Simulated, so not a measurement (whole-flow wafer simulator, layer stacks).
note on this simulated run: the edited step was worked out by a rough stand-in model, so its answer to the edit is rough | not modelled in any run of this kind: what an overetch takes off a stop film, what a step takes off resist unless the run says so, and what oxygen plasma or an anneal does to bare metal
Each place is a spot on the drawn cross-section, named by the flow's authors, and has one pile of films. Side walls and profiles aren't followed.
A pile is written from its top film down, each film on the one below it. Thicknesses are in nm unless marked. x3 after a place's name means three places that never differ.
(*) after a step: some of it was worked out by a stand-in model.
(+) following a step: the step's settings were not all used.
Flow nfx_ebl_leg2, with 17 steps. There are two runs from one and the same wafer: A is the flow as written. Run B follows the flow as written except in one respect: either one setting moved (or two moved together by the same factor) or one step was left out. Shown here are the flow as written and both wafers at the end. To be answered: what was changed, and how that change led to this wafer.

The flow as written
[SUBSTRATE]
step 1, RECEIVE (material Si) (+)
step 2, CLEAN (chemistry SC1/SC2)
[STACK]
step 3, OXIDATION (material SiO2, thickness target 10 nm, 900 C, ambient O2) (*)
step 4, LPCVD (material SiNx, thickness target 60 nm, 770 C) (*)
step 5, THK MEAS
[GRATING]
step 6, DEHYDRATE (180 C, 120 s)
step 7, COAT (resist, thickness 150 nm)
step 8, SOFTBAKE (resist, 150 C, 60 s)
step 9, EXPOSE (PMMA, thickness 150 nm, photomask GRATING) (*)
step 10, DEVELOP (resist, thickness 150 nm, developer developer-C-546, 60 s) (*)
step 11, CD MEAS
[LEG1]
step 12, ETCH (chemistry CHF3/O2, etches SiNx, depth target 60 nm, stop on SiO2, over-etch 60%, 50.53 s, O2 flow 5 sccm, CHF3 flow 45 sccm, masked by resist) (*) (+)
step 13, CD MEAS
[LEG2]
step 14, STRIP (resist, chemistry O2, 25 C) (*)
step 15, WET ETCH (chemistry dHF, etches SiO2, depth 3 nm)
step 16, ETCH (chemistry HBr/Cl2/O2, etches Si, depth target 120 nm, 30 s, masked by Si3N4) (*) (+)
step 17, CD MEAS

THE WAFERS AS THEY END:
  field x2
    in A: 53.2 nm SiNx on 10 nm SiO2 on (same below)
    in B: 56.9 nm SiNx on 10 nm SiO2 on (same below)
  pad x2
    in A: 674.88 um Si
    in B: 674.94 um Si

The reason: step 16, ETCH: depth target 54 nm was run, though the flow has depth target 120 nm; step 16, ETCH: 13.5 s was run, where the flow has 30 s.

How this came from the change, step by step:
  step 16, ETCH (chemistry HBr/Cl2/O2, etches Si, depth target 120 nm, 30 s, masked by Si3N4) (*) (+)
      field x2: A -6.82 SiNx | B -3.07 SiNx
      pad x2: A -120 Si | B -54 Si
